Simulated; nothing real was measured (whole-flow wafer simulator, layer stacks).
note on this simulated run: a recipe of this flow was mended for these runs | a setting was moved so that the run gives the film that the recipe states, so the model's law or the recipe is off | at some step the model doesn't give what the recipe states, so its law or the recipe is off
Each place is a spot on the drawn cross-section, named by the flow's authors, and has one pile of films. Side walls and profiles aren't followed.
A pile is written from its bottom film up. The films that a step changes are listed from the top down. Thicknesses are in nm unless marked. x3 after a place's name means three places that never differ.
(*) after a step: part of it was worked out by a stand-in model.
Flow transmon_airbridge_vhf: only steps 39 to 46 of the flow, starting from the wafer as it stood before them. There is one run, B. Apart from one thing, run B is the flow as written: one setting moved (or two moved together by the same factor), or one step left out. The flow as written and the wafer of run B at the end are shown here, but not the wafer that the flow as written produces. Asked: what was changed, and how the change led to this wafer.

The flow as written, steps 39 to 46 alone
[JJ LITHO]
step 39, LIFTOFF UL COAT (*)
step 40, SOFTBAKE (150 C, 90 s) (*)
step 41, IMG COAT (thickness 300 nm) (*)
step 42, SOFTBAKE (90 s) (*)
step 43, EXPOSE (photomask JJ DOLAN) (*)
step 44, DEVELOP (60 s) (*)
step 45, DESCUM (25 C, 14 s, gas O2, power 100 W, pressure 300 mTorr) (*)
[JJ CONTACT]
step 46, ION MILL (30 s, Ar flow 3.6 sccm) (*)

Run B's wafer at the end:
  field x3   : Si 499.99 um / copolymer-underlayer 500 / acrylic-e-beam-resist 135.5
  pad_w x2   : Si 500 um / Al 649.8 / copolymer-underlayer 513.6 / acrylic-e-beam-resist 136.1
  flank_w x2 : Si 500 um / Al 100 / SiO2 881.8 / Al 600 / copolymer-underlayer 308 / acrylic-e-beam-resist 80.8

Cause: step 41, IMG COAT: thickness 167 nm was run, though the flow has thickness 300 nm.

The path from the change to this, step by step:
  step 41, IMG COAT (thickness 300 nm) (*)
      field x3, jj_line, ground_far x3: acrylic-e-beam-resist gains 167 (new film) (in the flow as written it would be: acrylic-e-beam-resist gains 300 (new film))
      pad_w x2: acrylic-e-beam-resist gains 167.6 (new film) (in the flow as written it would be: acrylic-e-beam-resist gains 300.2 (new film))
      (as well as at 8 more places)
  step 44, DEVELOP (60 s) (*)
      jj_line: acrylic-e-beam-resist loses 167 (all of it), copolymer-underlayer loses 500 (all of it) (in the flow as written it would be: acrylic-e-beam-resist loses 300 (all of it), copolymer-underlayer loses 500 (all of it))
